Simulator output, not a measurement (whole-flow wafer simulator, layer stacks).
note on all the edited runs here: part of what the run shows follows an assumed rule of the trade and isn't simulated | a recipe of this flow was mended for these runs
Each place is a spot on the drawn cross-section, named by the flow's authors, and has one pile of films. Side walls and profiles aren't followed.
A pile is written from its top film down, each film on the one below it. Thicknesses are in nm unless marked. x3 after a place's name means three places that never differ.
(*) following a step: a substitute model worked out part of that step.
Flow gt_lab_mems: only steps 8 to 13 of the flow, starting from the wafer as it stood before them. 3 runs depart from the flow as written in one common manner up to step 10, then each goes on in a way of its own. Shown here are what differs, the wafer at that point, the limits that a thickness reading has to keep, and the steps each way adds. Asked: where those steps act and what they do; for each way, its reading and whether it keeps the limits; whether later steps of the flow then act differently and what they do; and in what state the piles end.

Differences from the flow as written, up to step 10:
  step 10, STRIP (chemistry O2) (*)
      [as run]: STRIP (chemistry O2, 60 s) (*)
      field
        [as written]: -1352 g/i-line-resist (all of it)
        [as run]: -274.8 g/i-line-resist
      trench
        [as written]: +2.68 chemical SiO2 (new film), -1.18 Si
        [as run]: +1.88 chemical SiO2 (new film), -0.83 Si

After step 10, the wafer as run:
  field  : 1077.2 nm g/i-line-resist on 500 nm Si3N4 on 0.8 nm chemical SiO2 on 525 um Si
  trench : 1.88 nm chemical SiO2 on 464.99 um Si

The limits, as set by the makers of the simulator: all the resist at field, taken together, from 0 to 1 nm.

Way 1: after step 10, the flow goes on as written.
  After step 10, the reading is 1077.2 nm, outside the limits.
  Every later step of the flow that is run acts as written, at every place that is followed, to within 2% or 0.5 nm, whichever is larger.
  At field, trench, the piles at the end differ from the flow's by more than 2% or 0.5 nm, whichever is larger.
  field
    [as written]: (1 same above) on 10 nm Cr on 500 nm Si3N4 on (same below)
    [this way]: (1 same above) on 10 nm Cr on 1077.2 nm g/i-line-resist on 500 nm Si3N4 on (same below)
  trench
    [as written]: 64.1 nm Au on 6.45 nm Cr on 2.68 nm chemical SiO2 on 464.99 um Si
    [this way]: 63.5 nm Au on 6.4 nm Cr on 1.88 nm chemical SiO2 on 464.99 um Si

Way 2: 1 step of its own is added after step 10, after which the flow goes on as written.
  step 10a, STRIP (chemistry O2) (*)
      field
        -1077.2 g/i-line-resist (all of it)
      trench
        +0.81 chemical SiO2, -0.35 Si
  After step 10a, the reading is 0 nm, within the limits.
  Every later step of the flow that is run acts as written at every place that is followed.
  When the end is reached, the piles differ only a little from the flow's at the places that both follow, at most by 2% or 0.5 nm, whichever is larger.

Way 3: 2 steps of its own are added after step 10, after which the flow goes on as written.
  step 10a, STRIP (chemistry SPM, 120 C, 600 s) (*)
      field
        -1077.2 g/i-line-resist (all of it)
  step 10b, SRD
      does not change any film at any place that is followed
  After step 10b, the reading is 0 nm, within the limits.
  Every later step of the flow that is run acts as written at every place that is followed.
  At trench, the piles at the end differ from the flow's by more than 2% or 0.5 nm, whichever is larger.
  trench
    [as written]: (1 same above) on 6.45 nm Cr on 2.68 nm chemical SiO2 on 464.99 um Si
    [this way]: (1 same above) on 6.45 nm Cr on 1.88 nm chemical SiO2 on 464.99 um Si

The limits are kept by: way 2, way 3. They are not kept by: way 1.
